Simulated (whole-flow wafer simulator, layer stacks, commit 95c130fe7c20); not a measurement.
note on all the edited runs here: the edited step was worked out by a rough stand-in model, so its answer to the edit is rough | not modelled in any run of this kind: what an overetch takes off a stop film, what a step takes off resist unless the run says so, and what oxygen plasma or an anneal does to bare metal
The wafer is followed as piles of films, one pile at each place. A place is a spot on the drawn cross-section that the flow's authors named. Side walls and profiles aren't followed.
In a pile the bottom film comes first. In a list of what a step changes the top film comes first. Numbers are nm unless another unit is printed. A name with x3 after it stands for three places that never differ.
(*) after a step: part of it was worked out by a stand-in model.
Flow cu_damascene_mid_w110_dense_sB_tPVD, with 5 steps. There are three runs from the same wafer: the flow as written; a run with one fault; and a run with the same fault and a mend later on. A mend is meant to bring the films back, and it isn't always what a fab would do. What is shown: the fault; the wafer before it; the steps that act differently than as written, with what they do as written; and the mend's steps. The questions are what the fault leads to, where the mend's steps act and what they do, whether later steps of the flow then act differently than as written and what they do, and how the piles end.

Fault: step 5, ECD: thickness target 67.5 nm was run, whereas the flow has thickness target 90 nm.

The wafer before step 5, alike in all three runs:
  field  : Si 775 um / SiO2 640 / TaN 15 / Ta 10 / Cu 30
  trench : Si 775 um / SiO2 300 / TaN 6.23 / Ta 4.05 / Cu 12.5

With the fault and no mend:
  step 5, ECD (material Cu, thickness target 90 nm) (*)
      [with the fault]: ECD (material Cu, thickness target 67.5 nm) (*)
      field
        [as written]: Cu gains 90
        [with the fault]: Cu gains 67.5
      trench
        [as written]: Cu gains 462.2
        [with the fault]: Cu gains 439.7
  Every later step of the flow that is run acts as written at every place that is followed.
  The piles end different from the flow's at field, trench by more than 2% or 0.5 nm, whichever is larger.
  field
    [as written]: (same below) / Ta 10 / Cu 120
    [with the fault]: (same below) / Ta 10 / Cu 97.5
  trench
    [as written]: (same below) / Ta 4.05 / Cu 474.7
    [with the fault]: (same below) / Ta 4.05 / Cu 452.2

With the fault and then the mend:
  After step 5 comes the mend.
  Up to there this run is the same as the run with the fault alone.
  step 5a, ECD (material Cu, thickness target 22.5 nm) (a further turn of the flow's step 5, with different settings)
      field, trench
        Cu gains 22.5
  Every later step of the flow that is run acts as written at every place that is followed.
  By the end, the piles equal the flow's at every place that both follow.
